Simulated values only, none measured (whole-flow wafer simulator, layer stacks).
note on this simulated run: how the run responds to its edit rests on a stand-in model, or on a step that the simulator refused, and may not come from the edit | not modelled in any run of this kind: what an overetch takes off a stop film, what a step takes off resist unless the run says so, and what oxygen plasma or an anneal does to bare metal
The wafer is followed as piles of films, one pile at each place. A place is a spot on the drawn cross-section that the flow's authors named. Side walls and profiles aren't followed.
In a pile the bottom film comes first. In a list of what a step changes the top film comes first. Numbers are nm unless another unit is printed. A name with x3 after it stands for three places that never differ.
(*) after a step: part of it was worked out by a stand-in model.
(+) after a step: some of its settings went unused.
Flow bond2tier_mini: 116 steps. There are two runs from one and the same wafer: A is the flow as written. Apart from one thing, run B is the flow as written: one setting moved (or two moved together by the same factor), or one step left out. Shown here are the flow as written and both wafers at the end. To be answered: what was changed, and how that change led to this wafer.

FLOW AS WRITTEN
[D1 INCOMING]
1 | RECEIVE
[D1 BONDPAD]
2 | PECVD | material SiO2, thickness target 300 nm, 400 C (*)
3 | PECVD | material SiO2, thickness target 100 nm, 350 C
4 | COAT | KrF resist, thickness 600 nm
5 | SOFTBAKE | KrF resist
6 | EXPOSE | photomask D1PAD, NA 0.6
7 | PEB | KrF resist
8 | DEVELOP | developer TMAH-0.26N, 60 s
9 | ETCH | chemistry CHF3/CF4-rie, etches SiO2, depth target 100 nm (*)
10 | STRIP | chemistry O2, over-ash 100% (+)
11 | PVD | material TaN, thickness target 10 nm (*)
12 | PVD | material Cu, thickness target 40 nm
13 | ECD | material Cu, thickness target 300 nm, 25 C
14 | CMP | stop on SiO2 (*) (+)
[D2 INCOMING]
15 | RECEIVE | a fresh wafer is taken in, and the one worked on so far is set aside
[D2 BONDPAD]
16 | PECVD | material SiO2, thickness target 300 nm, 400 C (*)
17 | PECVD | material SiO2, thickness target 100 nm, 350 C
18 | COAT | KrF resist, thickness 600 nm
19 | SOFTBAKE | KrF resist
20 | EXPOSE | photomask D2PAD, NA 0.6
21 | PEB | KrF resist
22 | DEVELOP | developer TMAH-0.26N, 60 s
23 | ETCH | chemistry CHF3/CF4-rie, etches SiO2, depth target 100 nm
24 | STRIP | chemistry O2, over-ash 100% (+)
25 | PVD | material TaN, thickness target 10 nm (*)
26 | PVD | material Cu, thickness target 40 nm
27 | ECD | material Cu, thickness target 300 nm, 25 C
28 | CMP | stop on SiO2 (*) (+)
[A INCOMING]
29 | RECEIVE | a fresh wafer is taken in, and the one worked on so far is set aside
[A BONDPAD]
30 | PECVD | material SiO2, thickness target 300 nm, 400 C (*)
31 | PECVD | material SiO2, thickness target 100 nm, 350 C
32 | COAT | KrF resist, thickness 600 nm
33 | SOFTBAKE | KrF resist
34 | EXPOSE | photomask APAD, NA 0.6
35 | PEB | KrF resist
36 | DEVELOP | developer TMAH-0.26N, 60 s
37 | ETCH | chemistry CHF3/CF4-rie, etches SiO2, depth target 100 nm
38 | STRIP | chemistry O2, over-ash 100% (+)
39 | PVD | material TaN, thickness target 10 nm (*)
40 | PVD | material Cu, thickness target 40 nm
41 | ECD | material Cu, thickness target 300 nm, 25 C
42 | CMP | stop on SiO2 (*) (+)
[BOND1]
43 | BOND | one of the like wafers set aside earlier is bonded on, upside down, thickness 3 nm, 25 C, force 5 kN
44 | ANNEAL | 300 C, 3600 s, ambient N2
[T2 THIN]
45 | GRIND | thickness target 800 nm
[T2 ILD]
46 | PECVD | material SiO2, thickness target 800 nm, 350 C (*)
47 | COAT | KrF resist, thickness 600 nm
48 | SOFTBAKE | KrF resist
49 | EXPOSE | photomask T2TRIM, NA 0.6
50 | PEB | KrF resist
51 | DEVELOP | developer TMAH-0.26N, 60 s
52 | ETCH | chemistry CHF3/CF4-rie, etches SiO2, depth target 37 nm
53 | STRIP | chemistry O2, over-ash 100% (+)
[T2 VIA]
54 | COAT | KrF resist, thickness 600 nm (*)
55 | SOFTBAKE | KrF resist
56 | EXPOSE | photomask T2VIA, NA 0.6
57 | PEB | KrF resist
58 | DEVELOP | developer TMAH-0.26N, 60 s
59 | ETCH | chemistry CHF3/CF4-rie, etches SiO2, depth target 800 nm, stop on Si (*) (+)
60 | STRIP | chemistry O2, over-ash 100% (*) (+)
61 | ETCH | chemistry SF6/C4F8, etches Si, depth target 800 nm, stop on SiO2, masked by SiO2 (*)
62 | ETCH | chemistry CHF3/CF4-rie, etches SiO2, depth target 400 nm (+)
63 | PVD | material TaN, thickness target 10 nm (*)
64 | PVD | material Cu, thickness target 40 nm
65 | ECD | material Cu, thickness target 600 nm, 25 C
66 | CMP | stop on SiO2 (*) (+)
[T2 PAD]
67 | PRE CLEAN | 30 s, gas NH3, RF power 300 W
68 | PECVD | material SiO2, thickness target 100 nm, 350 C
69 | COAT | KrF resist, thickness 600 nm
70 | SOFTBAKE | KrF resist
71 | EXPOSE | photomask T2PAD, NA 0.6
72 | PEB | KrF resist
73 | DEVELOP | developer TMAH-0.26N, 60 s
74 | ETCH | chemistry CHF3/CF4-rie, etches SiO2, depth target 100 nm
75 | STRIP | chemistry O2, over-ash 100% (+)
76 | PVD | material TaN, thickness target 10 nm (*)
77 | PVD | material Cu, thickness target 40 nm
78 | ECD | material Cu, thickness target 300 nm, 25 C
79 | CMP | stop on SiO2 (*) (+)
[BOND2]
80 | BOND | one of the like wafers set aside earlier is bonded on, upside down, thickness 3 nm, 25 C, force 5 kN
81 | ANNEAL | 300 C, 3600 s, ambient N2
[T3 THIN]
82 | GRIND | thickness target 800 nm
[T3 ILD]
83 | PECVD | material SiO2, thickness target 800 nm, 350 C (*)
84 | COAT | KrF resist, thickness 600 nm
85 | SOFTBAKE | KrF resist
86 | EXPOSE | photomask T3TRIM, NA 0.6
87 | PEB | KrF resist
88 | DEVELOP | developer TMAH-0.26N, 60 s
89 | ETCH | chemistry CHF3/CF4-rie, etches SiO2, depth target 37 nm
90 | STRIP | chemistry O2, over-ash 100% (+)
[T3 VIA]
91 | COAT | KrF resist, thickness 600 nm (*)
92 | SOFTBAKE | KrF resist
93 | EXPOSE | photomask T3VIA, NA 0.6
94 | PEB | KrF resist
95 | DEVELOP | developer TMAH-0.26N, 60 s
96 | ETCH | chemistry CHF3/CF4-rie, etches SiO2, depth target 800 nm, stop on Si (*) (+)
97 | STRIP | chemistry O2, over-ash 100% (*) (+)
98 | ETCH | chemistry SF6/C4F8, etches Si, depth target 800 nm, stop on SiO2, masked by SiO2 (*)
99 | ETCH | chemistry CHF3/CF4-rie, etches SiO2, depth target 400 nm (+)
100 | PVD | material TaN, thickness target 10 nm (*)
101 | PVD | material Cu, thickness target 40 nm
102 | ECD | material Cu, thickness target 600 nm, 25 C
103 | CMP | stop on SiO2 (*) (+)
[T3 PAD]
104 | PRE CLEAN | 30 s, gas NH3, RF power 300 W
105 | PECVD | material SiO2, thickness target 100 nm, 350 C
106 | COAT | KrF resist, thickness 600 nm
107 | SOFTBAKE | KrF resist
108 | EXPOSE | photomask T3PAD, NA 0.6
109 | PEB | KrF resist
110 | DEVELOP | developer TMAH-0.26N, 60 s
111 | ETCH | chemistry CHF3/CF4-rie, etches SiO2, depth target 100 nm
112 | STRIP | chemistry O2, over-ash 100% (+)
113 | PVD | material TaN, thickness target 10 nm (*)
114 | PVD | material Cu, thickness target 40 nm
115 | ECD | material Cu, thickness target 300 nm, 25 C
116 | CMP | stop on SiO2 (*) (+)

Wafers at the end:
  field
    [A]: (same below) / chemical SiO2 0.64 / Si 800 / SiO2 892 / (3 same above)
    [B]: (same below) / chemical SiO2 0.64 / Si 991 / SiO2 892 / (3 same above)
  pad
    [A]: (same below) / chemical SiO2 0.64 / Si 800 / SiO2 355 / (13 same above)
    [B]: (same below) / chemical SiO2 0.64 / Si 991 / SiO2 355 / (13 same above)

Cause: step 45, GRIND: thickness target 991 nm was run, whereas the flow has thickness target 800 nm.
One can read it off the wafer: field has Si 991, and step 45 as written asks for 800 nm.

How this came from the change, step by step:
  45 | GRIND | thickness target 800 nm
      field, pad, via: A -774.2 um Si | B -774.01 um Si
